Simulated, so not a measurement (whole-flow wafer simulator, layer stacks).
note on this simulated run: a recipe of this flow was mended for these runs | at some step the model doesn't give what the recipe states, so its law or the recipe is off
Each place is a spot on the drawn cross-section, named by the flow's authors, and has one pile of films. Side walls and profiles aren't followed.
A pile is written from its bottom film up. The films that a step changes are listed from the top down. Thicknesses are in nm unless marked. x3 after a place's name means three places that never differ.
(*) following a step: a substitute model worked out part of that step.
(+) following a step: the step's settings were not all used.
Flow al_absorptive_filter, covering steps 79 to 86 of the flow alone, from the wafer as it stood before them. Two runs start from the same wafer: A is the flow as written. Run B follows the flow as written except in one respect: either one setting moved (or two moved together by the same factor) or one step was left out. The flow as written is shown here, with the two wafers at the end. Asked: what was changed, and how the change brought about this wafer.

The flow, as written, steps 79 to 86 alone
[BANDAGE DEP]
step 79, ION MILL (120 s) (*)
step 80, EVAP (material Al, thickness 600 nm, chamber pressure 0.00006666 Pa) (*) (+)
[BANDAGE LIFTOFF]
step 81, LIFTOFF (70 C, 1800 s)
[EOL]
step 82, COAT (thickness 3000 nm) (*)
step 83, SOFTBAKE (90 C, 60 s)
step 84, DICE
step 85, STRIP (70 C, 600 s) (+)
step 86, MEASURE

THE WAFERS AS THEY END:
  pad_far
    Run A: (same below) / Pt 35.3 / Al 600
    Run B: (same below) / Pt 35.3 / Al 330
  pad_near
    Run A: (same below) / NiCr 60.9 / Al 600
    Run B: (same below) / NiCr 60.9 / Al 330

Cause: step 80, EVAP: thickness 330 nm was run, while the flow as written has thickness 600 nm.
The wafer lets one read it off: pad_far has Al 330, and step 80 as written asks for 600 nm.

Step by step, how the change led to this:
  step 80, EVAP (material Al, thickness 600 nm, chamber pressure 0.00006666 Pa) (*) (+)
      gnd, pad_far, pad_near and 11 more: A Al gains 600 (new film) | B Al gains 330 (new film)
  step 81, LIFTOFF (70 C, 1800 s)
      xa_field, xl_land, idc_field: A Al loses 600 (all of it), i-line-resist loses 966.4 (all of it), lift-off-underlayer loses 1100 (all of it), acrylic-e-beam-resist loses 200 (all of it) | B Al loses 330 (all of it), i-line-resist loses 966.4 (all of it), lift-off-underlayer loses 1100 (all of it), acrylic-e-beam-resist loses 200 (all of it)
      gnd: A Al loses 600 (all of it), i-line-resist loses 968.3 (all of it), lift-off-underlayer loses 1103.3 (all of it), acrylic-e-beam-resist loses 200.9 (all of it) | B Al loses 330 (all of it), i-line-resist loses 968.3 (all of it), lift-off-underlayer loses 1103.3 (all of it), acrylic-e-beam-resist loses 200.9 (all of it)
      (and at 8 other places as well)
  step 82, COAT (thickness 3000 nm) (*)
      pad_far: A i-line-resist gains 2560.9 (new film) | B i-line-resist gains 2758.9 (new film)
      pad_near: A i-line-resist gains 2480.3 (new film) | B i-line-resist gains 2681.7 (new film)
  step 83, SOFTBAKE (90 C, 60 s)
      gnd: A i-line-resist gains 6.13 | B i-line-resist gains 3.62
      pad_far: A i-line-resist loses 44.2 | B i-line-resist loses 23.5
      (and at 3 other places as well)
  step 85, STRIP (70 C, 600 s) (+)
      pad_far: A i-line-resist loses 2516.7 (all of it) | B i-line-resist loses 2735.4 (all of it)
      pad_near: A i-line-resist loses 2439.3 (all of it) | B i-line-resist loses 2659.1 (all of it)
